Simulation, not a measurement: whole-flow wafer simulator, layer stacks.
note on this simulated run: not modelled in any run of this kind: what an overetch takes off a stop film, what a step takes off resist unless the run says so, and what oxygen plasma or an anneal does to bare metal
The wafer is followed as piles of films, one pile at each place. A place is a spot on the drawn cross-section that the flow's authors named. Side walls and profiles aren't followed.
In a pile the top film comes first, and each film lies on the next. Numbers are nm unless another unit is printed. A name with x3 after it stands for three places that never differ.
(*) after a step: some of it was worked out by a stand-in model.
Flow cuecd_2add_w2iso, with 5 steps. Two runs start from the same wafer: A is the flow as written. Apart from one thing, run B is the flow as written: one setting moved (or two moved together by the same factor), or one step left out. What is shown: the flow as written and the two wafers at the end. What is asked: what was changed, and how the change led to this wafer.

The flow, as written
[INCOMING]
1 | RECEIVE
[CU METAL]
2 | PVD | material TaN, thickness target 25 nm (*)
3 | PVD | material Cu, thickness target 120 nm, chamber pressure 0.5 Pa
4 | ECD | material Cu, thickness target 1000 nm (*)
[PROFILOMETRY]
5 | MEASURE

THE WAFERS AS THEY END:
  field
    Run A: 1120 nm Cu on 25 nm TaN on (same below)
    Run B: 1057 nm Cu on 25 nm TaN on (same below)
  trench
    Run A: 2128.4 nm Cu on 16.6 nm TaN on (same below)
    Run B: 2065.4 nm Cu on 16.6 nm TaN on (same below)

Cause: step 3, PVD: thickness target 57 nm was run, though the flow has thickness target 120 nm.

The path from the change to this, step by step:
  3 | PVD | material Cu, thickness target 120 nm, chamber pressure 0.5 Pa
      field: A Cu gains 120 (new film) | B Cu gains 57 (new film)
      trench: A Cu gains 80.8 (new film) | B Cu gains 38.5 (new film)
